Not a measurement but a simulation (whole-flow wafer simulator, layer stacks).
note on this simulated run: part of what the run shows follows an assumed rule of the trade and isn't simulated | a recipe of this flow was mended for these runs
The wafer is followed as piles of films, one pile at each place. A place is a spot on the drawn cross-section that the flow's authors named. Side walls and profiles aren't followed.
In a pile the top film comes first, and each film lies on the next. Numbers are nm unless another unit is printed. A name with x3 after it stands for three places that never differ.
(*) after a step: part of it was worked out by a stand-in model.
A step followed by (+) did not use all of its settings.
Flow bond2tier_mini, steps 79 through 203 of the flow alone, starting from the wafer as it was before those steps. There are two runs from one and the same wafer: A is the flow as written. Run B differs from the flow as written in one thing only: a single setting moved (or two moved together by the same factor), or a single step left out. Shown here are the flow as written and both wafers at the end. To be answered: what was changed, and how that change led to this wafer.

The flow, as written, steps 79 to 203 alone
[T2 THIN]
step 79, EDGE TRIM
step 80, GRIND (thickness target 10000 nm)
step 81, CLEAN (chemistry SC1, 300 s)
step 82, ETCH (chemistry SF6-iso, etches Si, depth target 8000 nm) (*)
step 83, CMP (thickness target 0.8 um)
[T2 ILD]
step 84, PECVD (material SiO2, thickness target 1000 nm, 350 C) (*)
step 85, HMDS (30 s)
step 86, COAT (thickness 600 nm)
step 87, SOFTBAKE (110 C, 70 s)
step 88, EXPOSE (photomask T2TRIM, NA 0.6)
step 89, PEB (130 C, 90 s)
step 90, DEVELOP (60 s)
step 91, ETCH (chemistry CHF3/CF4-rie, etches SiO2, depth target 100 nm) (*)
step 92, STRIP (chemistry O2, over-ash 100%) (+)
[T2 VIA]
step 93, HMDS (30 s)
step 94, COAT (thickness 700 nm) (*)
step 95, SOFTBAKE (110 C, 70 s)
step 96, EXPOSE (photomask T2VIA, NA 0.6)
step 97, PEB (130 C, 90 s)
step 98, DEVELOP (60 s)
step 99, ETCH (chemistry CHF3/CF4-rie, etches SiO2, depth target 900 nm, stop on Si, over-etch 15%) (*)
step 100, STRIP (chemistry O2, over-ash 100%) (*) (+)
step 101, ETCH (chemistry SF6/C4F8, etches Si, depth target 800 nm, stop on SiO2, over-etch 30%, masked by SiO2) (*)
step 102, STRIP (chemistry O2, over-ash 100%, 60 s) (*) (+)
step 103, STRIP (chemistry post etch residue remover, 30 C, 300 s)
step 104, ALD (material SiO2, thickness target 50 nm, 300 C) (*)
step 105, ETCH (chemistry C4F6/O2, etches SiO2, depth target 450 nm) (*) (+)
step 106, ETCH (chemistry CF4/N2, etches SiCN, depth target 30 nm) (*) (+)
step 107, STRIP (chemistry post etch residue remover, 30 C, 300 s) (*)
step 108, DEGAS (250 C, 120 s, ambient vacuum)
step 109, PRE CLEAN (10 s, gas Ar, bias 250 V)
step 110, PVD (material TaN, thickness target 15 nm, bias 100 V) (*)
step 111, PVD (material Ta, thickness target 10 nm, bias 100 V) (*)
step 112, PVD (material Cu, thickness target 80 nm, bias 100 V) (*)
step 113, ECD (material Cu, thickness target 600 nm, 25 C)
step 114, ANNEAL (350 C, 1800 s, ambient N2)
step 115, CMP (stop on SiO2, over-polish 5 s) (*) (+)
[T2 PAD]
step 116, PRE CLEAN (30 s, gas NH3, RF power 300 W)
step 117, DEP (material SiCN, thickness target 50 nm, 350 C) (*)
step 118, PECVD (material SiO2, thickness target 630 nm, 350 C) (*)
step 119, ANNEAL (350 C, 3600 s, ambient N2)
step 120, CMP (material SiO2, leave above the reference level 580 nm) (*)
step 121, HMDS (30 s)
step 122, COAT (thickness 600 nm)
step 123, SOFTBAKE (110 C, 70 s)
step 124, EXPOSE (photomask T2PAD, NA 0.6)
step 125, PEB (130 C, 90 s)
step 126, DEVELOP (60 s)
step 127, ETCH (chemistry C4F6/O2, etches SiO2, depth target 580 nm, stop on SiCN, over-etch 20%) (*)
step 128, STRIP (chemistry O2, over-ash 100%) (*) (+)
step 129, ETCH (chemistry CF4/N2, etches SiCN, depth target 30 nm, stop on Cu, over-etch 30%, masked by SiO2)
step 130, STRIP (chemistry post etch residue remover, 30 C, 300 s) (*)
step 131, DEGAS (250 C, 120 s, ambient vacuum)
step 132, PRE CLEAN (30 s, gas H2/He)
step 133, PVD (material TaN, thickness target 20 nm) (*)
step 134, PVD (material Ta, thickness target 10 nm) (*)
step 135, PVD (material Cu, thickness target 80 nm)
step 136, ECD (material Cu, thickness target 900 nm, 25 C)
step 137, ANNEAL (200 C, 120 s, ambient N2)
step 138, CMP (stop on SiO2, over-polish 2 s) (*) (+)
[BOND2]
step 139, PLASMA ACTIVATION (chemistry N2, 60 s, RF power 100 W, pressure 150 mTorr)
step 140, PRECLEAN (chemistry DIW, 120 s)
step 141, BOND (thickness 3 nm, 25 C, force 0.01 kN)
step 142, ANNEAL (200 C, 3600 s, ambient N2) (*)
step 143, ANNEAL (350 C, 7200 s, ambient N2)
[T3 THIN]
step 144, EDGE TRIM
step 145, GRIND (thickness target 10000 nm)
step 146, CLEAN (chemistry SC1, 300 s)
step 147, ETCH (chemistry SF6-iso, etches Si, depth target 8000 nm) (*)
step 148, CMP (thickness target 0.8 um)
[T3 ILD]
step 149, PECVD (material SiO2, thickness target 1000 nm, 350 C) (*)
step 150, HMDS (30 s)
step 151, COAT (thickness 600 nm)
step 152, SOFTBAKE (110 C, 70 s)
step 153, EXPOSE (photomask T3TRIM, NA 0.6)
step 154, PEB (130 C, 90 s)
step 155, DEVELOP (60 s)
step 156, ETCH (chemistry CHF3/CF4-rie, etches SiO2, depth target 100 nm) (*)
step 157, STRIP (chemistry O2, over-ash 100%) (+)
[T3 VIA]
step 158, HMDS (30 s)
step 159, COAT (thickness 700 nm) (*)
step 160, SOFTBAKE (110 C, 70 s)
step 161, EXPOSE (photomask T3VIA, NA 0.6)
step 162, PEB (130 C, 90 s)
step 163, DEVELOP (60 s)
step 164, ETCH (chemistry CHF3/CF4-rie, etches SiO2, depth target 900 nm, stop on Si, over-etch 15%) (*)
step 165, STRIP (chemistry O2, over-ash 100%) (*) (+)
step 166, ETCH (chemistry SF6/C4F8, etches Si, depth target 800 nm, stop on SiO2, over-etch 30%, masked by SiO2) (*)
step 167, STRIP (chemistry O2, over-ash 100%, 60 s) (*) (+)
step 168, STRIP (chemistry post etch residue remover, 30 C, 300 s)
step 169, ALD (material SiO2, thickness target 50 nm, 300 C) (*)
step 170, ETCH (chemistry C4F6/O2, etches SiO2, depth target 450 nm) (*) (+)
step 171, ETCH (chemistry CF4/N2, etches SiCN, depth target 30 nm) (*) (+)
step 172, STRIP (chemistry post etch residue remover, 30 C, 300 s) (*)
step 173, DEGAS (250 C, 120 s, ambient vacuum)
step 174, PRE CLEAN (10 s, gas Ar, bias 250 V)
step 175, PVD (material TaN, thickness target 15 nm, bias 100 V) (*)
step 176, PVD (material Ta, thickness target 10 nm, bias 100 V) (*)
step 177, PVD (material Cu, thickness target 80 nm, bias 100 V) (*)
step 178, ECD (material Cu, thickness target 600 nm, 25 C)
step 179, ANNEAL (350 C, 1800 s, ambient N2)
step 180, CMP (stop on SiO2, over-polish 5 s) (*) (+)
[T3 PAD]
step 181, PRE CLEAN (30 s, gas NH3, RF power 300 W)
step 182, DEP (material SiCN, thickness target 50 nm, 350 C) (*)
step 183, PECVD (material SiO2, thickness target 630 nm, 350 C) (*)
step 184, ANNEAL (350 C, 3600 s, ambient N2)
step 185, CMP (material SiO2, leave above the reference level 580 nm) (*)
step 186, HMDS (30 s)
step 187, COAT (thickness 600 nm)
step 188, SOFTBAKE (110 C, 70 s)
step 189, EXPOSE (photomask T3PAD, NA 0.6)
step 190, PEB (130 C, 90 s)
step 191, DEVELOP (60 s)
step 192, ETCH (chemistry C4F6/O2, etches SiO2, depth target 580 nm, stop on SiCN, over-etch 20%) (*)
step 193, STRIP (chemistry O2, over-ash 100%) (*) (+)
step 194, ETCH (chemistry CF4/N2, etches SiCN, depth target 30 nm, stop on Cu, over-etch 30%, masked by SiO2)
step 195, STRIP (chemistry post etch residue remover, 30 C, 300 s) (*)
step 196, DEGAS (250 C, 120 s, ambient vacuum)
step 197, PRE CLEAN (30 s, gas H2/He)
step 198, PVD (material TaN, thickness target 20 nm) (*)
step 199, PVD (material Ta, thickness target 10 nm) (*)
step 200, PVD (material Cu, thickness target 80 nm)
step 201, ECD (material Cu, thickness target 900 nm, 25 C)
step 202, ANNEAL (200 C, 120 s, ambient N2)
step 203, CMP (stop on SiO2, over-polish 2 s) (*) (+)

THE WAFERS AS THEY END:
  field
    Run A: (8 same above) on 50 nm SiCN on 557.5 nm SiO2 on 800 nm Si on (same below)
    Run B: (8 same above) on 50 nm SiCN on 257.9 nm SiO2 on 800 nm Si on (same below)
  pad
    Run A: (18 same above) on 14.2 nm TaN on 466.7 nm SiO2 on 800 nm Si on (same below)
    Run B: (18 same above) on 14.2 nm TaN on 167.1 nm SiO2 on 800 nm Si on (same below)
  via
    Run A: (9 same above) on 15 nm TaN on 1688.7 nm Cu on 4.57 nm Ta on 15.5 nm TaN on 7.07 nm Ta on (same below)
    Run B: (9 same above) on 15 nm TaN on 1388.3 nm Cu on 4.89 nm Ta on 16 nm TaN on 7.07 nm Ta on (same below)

The reason: step 84, PECVD: thickness target 700 nm was run, whereas the flow has thickness target 1000 nm.

Step by step, how the change led to this:
  step 84, PECVD (material SiO2, thickness target 1000 nm, 350 C) (*)
      field, pad, via: A SiO2 gains 1000 (new film) | B SiO2 gains 700 (new film)
  step 99, ETCH (chemistry CHF3/CF4-rie, etches SiO2, depth target 900 nm, stop on Si, over-etch 15%) (*)
      field, pad: A thick-KrF-resist loses 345 | B thick-KrF-resist loses 230
      via: A SiO2 loses 900 (all of it), Si loses 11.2 | B SiO2 loses 600 (all of it), Si loses 36.2
  step 100, STRIP (chemistry O2, over-ash 100%) (*) (+)
      field: A thick-KrF-resist loses 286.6 (all of it) | B thick-KrF-resist loses 401.6 (all of it)
      pad: A thick-KrF-resist loses 372.9 (all of it) | B thick-KrF-resist loses 487.9 (all of it)
  step 101, ETCH (chemistry SF6/C4F8, etches Si, depth target 800 nm, stop on SiO2, over-etch 30%, masked by SiO2) (*)
      via: A Si loses 788.8 (all of it), chemical SiO2 loses 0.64 (all of it), SiO2 loses 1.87 | B Si loses 763.8 (all of it), chemical SiO2 loses 0.64 (all of it), SiO2 loses 2.12
  step 112, PVD (material Cu, thickness target 80 nm, bias 100 V) (*)
      via: A Cu gains 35 (new film) | B Cu gains 37.6 (new film)
  step 113, ECD (material Cu, thickness target 600 nm, 25 C)
      via: A Cu gains 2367 | B Cu gains 2063.9
